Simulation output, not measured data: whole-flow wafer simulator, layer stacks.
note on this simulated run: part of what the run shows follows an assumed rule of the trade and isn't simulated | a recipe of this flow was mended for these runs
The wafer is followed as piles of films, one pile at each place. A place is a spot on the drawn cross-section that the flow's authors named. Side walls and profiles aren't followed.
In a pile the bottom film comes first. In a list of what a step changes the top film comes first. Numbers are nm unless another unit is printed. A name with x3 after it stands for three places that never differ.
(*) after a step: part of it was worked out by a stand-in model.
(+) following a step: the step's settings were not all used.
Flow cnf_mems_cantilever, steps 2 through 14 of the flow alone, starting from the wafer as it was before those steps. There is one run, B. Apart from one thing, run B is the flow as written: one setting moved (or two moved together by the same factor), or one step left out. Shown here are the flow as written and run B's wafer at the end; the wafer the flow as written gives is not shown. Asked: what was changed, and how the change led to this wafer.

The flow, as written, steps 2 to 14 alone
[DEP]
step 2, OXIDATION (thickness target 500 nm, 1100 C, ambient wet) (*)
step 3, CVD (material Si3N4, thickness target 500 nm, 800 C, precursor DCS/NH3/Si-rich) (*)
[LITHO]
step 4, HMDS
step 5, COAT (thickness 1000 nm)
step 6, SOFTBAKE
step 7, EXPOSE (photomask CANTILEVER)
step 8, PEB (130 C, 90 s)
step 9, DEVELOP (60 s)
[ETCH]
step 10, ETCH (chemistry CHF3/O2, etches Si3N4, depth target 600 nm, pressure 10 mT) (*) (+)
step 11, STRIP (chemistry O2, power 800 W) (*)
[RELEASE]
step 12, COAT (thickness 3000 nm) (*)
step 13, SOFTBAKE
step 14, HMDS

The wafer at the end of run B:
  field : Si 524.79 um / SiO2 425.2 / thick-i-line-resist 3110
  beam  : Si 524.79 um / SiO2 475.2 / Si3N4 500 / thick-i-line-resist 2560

What caused this: step 2, OXIDATION: 1088 C was run, while the flow as written has 1100 C.

Step by step, how the change led to this:
  step 2, OXIDATION (thickness target 500 nm, 1100 C, ambient wet) (*)
      field, beam: +475.2 SiO2 (new film), -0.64 chemical SiO2 (all of it), -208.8 Si (it would be, as written: +500 SiO2 (new film), -0.64 chemical SiO2 (all of it), -219.7 Si)
